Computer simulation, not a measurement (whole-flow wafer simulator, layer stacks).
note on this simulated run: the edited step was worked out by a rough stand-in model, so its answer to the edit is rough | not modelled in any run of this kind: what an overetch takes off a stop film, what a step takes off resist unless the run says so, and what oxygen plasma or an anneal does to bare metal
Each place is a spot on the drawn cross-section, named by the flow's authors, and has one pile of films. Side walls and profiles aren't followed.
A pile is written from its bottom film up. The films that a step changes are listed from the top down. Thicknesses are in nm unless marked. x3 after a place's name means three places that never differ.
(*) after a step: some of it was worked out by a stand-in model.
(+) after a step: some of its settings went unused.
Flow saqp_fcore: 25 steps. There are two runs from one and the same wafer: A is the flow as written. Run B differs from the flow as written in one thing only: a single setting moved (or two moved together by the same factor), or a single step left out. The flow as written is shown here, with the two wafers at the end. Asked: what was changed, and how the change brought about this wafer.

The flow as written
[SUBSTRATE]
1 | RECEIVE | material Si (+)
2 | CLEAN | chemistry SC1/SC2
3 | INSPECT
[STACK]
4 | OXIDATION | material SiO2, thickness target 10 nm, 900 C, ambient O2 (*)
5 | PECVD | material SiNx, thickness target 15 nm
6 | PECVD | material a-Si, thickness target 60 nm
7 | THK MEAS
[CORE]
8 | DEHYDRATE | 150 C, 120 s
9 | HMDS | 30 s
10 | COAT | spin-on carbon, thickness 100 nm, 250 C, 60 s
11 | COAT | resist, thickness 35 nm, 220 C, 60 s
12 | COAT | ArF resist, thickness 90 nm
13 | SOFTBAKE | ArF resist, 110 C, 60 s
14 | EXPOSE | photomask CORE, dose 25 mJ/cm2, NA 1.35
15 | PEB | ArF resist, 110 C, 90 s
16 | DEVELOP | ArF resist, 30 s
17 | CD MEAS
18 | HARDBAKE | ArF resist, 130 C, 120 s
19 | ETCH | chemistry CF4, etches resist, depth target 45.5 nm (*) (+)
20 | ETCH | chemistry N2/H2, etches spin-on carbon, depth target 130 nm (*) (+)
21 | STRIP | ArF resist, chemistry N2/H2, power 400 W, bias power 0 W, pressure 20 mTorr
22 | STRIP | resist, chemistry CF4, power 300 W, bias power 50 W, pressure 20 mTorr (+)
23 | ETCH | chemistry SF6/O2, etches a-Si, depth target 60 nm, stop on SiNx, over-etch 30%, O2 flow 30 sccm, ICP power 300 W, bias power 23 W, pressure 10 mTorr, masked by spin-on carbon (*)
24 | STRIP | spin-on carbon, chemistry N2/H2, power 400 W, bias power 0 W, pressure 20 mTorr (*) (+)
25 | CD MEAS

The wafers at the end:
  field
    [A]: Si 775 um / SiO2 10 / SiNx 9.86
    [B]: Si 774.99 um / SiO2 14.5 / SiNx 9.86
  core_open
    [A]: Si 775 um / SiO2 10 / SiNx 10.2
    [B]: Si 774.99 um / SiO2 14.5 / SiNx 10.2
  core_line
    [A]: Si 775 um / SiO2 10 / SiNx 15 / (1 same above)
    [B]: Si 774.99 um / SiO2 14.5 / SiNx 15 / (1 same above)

The reason: step 4, OXIDATION: thickness target 14.5 nm was run, whereas the flow has thickness target 10 nm.
The wafer lets one read it off: field has SiO2 14.5, and step 4 as written asks for 10 nm.

The path from the change to this, step by step:
  4 | OXIDATION | material SiO2, thickness target 10 nm, 900 C, ambient O2 (*)
      field, core_open, core_line: A +10 SiO2 (new film), -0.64 chemical SiO2 (all of it), -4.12 Si | B +14.5 SiO2 (new film), -0.64 chemical SiO2 (all of it), -6.1 Si
